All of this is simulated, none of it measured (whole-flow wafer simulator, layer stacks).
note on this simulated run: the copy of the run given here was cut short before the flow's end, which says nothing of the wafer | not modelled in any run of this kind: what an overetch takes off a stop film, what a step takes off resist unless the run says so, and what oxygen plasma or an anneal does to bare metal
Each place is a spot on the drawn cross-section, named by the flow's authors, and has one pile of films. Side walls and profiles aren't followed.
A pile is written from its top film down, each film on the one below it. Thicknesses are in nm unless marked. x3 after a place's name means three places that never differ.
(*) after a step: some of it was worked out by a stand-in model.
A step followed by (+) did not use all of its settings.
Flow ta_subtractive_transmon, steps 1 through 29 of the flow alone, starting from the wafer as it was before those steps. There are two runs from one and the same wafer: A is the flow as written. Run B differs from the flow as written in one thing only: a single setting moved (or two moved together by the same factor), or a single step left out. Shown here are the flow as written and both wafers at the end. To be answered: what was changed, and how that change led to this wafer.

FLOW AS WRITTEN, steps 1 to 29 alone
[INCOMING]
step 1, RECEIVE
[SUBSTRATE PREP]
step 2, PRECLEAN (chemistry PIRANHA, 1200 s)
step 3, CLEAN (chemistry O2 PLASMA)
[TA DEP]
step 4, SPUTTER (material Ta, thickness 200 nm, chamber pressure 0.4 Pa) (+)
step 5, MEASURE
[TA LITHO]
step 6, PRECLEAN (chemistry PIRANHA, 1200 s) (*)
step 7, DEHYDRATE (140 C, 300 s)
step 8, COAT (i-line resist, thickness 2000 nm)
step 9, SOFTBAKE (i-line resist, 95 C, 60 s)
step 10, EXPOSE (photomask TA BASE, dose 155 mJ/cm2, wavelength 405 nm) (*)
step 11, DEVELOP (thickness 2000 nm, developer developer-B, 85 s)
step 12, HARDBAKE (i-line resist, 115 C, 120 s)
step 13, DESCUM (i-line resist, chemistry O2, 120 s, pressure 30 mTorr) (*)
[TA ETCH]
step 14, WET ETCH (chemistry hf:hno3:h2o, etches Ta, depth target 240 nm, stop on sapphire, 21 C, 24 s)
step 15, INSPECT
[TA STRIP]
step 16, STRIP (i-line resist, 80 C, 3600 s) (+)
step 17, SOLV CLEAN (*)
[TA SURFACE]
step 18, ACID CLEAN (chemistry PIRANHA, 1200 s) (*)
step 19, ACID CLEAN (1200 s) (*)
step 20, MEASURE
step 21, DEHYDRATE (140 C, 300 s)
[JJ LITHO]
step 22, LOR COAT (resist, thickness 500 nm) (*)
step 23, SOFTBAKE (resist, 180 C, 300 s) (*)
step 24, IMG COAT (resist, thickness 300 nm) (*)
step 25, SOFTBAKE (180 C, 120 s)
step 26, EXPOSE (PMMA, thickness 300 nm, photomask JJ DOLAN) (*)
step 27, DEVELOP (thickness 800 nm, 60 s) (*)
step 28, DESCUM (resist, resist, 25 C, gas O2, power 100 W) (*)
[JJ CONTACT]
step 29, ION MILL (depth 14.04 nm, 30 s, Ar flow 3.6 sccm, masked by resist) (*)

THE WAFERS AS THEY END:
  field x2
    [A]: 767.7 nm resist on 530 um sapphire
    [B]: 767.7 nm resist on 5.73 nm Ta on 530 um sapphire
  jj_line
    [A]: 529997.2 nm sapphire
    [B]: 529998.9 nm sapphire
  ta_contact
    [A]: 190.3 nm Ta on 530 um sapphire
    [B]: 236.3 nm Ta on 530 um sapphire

The reason: step 4, SPUTTER: thickness 246 nm was run, whereas the flow has thickness 200 nm.

The path from the change to this, step by step:
  step 4, SPUTTER (material Ta, thickness 200 nm, chamber pressure 0.4 Pa) (+)
      field x2, jj_line, lead, ta_contact, ta_pad: A +200 Ta (new film) | B +246 Ta (new film)
  step 14, WET ETCH (chemistry hf:hno3:h2o, etches Ta, depth target 240 nm, stop on sapphire, 21 C, 24 s)
      field x2, jj_line, lead: A -200 Ta (all of it) | B -240 Ta
  step 22, LOR COAT (resist, thickness 500 nm) (*)
      ta_contact: A +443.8 resist (new film) | B +433.7 resist (new film)
  step 29, ION MILL (depth 14.04 nm, 30 s, Ar flow 3.6 sccm, masked by resist) (*)
      jj_line, lead: A -2.8 sapphire | B -5.73 Ta (all of it), -1.1 sapphire
If metal films that touch count as one body, field x2 has 1 body; the flow as written gives 0 bodies.
